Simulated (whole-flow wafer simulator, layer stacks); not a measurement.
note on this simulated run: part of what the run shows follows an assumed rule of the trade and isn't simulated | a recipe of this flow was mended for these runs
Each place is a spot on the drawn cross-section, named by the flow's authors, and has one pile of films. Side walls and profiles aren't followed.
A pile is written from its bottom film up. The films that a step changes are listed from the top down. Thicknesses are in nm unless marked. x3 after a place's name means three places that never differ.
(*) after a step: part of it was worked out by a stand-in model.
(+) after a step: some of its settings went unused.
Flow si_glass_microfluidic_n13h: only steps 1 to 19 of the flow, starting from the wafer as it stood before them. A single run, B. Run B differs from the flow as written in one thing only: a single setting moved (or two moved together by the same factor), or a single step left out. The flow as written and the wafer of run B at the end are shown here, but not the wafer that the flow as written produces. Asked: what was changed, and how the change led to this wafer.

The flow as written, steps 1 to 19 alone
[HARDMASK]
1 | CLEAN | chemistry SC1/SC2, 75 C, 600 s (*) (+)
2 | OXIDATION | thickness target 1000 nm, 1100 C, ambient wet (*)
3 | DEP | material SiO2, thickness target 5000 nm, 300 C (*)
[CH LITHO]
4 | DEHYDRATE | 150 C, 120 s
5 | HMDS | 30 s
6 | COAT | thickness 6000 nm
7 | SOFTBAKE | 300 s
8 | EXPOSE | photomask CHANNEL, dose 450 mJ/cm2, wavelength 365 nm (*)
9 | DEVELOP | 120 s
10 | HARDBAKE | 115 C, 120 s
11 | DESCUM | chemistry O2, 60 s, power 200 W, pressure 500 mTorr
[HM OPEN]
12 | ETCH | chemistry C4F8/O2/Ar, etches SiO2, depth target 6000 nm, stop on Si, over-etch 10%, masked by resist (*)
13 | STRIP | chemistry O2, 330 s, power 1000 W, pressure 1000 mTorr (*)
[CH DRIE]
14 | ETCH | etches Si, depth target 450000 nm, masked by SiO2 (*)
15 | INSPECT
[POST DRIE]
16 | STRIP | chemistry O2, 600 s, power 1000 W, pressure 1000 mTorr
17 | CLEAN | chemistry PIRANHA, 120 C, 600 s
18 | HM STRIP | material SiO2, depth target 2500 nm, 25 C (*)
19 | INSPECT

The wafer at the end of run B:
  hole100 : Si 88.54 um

The reason: step 12, ETCH: depth target 8160 nm was run, though the flow has depth target 6000 nm.

Step by step, how the change led to this:
  12 | ETCH | chemistry C4F8/O2/Ar, etches SiO2, depth target 6000 nm, stop on Si, over-etch 10%, masked by resist (*)
      land: thick-i-line-resist loses 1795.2 (as written it would have been: thick-i-line-resist loses 1320)
      hole100: SiO2 loses 6000 (all of it), Si loses 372 (as written it would have been: SiO2 loses 6000 (all of it), Si loses 75)
  13 | STRIP | chemistry O2, 330 s, power 1000 W, pressure 1000 mTorr (*)
      land: thick-i-line-resist loses 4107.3 (all of it) (as written it would have been: thick-i-line-resist loses 4582.5 (all of it))
